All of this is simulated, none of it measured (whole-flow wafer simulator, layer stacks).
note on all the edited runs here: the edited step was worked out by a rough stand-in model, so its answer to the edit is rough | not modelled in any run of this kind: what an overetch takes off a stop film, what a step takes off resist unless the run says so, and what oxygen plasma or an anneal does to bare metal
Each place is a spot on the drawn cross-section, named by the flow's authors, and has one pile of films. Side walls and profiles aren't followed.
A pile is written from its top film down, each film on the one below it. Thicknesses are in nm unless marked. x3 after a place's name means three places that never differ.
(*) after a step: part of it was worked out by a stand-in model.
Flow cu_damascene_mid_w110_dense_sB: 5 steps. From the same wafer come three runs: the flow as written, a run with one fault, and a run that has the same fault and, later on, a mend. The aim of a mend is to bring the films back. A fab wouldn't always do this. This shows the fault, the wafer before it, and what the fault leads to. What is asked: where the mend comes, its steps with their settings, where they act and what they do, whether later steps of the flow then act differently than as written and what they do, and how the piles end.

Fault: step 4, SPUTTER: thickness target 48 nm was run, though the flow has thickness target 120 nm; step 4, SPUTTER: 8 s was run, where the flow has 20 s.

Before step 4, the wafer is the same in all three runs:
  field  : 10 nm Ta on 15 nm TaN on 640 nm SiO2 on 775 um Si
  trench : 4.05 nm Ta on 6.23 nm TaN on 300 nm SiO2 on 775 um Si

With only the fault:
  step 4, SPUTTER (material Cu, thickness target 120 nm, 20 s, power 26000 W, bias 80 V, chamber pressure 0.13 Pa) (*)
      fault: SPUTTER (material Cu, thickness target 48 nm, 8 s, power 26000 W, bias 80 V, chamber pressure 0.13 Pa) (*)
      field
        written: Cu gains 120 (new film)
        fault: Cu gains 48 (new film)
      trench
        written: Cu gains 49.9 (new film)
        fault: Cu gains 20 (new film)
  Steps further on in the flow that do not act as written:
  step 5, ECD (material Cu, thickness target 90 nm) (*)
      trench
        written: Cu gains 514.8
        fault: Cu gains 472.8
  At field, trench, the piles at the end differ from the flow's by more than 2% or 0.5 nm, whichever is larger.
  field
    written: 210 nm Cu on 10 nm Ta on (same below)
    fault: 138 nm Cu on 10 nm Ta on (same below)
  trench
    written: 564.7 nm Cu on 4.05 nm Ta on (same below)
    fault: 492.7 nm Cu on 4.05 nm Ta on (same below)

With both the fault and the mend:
  The mend stands after step 4.
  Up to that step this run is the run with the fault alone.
  step 4a, SPUTTER (material Cu, thickness target 72 nm, 12 s, power 26000 W, bias 80 V, chamber pressure 0.13 Pa) (*) (the flow's step 4, run once more with other settings)
      field
        Cu gains 72
      trench
        Cu gains 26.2
  Later steps of the flow that are run all act as written at every place that is followed, up to a difference of at most 2% or 0.5 nm, whichever is larger.
  The piles end the same as the flow's at every place that both follow.
